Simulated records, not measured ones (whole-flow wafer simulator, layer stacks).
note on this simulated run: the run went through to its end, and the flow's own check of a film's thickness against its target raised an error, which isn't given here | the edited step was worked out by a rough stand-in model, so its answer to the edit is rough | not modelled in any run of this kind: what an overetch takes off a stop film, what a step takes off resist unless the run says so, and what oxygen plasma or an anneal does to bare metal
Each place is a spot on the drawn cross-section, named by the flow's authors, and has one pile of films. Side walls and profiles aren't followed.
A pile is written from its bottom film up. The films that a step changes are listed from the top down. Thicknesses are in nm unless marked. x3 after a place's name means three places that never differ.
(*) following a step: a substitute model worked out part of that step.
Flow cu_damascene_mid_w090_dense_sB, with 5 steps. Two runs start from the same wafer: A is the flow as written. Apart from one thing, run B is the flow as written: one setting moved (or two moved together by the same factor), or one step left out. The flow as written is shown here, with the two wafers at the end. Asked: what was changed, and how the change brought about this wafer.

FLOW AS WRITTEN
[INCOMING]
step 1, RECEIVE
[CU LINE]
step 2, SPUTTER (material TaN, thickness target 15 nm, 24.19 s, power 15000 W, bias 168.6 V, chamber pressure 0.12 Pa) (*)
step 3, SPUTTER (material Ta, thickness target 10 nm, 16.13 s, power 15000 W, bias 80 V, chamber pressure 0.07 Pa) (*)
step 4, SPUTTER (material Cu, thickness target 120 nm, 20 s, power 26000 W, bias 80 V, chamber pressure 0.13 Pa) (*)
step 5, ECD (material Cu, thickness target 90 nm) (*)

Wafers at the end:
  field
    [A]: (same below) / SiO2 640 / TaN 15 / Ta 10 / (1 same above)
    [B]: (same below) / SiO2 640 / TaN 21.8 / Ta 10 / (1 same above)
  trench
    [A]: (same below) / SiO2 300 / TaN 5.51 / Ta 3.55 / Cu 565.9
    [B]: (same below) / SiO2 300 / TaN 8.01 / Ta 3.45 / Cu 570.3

What caused this: step 2, SPUTTER: thickness target 21.8 nm was run, whereas the flow has thickness target 15 nm; step 2, SPUTTER: 35.08 s was run, where the flow has 24.19 s.
The wafer lets one read it off: field has TaN 21.8, and step 2 as written asks for 15 nm.

Step by step, how the change led to this:
  step 2, SPUTTER (material TaN, thickness target 15 nm, 24.19 s, power 15000 W, bias 168.6 V, chamber pressure 0.12 Pa) (*)
      field: A TaN gains 15 (new film) | B TaN gains 21.8 (new film)
      trench: A TaN gains 5.51 (new film) | B TaN gains 8.01 (new film)
  step 4, SPUTTER (material Cu, thickness target 120 nm, 20 s, power 26000 W, bias 80 V, chamber pressure 0.13 Pa) (*)
      trench: A Cu gains 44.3 (new film) | B Cu gains 43.2 (new film)
